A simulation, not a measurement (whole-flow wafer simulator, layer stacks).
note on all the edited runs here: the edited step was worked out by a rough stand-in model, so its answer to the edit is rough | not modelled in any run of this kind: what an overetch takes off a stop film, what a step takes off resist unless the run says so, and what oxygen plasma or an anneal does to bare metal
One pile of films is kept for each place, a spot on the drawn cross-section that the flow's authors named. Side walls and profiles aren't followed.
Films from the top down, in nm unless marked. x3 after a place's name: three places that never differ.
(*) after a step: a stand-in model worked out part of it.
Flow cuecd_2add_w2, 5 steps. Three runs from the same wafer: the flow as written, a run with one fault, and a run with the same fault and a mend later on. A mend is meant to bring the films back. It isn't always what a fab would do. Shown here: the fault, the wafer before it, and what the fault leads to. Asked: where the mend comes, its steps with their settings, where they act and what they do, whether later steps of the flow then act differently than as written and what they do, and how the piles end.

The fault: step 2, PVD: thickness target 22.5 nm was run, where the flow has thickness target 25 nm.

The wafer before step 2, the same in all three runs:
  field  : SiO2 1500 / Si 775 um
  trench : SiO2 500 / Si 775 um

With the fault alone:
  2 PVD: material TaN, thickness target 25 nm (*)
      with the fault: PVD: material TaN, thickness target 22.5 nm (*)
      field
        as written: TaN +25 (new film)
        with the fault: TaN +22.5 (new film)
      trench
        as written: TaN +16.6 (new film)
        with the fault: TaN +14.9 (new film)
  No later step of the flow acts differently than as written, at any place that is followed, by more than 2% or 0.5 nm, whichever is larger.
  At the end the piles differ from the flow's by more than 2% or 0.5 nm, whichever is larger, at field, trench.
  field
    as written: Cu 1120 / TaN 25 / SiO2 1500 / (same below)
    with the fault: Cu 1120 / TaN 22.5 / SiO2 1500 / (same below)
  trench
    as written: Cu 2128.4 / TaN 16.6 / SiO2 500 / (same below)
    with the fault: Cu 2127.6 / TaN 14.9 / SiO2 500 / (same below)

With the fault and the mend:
  The mend comes after step 2.
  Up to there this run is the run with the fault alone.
  2a PVD: material TaN, thickness target 2.5 nm (*) (the flow's step 2 once more, with other settings)
      field
        TaN +2.5
      trench
        TaN +1.65
  No later step of the flow acts differently than as written at any place that is followed.
  At the end the piles are the same as the flow's at every place that both follow.
